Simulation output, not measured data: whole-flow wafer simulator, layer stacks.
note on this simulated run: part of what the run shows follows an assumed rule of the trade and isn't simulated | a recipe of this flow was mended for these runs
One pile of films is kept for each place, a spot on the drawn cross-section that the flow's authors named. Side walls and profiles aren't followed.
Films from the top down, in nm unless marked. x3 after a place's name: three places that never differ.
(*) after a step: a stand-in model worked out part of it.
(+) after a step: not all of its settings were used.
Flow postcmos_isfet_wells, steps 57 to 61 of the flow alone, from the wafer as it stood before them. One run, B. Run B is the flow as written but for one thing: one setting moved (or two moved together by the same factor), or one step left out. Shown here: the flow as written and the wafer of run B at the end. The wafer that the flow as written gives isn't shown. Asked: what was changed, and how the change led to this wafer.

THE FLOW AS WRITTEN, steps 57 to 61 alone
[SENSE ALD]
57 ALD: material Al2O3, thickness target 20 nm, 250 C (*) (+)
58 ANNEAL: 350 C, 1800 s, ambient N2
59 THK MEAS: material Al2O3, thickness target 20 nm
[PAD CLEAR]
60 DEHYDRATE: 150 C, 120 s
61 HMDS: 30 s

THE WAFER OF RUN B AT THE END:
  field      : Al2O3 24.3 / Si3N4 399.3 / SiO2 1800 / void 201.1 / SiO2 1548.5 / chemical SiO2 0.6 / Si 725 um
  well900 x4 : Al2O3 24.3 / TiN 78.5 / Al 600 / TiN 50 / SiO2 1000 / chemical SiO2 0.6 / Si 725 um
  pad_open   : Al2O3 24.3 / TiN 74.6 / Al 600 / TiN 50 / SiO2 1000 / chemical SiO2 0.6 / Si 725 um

The cause: step 57, ALD: thickness target 24.3 nm was run, where the flow has thickness target 20 nm.
It can be read off the wafer: field has Al2O3 24.3, and step 57 as written asks for 20 nm.

How the change led to this, step by step:
  57 ALD: material Al2O3, thickness target 20 nm, 250 C (*) (+)
      field, margin x3, well900 x4, pad_open: Al2O3 +24.3 (new film) (as written it would be: Al2O3 +20 (new film))
